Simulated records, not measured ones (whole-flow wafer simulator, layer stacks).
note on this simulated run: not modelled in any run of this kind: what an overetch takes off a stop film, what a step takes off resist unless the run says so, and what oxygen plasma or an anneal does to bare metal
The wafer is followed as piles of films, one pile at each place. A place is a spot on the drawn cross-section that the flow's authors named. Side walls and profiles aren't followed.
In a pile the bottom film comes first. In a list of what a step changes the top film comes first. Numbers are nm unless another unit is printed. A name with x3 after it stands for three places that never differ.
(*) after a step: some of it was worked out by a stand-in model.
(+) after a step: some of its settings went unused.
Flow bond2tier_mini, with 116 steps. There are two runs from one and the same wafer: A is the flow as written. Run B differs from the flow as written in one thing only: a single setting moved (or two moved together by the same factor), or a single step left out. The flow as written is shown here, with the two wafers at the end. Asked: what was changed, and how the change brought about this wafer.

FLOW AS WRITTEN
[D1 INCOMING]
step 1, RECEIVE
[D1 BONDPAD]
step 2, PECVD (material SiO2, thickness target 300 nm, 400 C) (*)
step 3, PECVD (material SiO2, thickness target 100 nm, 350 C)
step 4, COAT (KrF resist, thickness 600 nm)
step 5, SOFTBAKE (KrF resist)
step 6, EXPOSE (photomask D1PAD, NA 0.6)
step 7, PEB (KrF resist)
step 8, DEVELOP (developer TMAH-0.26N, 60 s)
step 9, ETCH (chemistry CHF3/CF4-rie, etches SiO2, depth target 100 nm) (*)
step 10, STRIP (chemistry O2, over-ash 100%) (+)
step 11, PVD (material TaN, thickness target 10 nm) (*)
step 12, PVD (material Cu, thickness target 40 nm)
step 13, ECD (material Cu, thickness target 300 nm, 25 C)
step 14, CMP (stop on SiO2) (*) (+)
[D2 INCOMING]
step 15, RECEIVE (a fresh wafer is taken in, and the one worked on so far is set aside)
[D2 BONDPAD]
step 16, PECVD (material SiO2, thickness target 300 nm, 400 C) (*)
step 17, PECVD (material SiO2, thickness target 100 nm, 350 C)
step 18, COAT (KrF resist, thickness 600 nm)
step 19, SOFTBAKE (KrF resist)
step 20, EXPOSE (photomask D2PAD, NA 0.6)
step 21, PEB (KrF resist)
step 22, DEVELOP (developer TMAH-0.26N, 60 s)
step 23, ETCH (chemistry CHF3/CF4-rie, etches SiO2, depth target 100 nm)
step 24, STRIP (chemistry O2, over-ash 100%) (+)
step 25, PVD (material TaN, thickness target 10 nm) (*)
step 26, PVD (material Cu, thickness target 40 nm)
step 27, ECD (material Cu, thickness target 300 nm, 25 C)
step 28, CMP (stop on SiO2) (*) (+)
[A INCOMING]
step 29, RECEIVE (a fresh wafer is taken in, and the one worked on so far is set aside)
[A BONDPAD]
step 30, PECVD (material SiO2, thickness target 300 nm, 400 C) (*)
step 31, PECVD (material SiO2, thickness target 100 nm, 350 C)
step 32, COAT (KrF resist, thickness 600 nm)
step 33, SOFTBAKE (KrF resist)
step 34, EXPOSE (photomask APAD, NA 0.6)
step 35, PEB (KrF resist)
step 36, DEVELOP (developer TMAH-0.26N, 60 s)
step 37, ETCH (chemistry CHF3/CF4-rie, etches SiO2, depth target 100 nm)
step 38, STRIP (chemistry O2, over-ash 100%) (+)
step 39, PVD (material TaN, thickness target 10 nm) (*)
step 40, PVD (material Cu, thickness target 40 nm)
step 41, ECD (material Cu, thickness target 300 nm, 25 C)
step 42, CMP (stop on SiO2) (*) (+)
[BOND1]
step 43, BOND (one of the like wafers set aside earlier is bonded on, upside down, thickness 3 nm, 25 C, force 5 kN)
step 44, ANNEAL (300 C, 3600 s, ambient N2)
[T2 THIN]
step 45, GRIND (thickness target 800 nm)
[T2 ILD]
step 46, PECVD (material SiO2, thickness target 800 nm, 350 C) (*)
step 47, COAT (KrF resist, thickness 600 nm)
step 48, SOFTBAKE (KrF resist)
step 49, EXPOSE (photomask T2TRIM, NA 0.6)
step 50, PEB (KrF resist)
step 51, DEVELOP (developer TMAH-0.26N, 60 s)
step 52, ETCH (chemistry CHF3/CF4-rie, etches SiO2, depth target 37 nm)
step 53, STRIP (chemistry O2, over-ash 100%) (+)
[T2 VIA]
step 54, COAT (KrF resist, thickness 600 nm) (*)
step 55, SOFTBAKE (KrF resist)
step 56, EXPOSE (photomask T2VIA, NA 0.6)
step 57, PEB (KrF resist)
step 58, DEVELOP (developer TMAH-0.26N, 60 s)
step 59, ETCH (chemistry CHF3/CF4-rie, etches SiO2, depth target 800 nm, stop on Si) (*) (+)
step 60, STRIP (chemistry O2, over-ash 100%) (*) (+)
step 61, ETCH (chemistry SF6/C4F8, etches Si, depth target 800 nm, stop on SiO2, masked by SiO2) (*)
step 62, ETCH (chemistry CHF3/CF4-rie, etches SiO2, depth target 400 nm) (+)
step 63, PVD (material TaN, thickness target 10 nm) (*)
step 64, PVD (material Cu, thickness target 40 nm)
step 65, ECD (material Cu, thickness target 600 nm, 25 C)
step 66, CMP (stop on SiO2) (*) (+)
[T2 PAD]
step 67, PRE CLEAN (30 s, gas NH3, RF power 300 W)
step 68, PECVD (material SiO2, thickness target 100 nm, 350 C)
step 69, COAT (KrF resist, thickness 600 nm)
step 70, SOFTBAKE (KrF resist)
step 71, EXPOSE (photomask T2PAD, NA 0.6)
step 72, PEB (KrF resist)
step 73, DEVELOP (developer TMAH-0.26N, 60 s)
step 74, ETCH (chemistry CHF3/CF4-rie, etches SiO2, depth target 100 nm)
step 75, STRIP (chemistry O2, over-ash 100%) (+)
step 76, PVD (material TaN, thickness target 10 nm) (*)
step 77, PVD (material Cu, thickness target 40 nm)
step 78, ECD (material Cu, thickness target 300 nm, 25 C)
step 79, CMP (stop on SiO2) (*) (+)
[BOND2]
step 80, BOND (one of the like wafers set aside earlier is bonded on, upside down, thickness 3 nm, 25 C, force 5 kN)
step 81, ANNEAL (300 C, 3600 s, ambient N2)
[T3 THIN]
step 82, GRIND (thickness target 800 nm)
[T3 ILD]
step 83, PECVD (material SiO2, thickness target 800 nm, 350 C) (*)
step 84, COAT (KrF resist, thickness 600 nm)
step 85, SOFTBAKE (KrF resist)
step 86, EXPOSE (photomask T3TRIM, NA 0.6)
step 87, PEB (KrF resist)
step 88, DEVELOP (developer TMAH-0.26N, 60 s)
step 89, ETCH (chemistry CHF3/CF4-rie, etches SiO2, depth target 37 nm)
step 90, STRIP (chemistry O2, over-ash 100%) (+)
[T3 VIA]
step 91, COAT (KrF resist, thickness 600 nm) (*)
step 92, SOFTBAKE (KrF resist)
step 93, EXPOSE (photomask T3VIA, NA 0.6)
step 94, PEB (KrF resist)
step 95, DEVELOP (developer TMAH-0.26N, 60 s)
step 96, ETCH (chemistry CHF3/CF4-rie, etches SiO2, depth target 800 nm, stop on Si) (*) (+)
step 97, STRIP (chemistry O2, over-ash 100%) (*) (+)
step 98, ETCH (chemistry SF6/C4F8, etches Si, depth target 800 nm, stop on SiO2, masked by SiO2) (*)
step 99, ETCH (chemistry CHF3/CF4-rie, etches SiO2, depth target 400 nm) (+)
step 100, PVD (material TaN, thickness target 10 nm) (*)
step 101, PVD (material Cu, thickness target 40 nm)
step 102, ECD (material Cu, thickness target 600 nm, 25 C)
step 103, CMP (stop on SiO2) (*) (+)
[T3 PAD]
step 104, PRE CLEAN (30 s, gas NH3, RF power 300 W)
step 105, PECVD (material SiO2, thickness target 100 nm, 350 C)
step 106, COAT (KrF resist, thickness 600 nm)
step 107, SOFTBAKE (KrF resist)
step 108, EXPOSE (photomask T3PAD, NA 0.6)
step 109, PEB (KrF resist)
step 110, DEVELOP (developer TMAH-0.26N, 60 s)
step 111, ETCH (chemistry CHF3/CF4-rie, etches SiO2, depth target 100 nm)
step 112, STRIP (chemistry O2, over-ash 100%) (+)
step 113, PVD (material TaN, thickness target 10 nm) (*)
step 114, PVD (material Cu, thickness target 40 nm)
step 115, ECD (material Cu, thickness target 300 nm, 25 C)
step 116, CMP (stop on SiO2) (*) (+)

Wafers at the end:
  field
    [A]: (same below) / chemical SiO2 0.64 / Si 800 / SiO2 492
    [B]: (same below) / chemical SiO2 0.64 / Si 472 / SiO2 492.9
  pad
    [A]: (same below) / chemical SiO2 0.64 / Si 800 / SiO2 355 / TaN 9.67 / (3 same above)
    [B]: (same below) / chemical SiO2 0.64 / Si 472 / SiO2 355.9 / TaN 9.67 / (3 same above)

What caused this: step 82, GRIND: thickness target 472 nm was run, while the flow as written has thickness target 800 nm.
The wafer lets one read it off: field has Si 472, and step 82 as written asks for 800 nm.

The path from the change to this, step by step:
  step 82, GRIND (thickness target 800 nm)
      field, pad: A Si loses 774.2 um | B Si loses 774.53 um
  step 98, ETCH (chemistry SF6/C4F8, etches Si, depth target 800 nm, stop on SiO2, masked by SiO2) (*)
      field, pad: A SiO2 loses 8 | B SiO2 loses 7.08
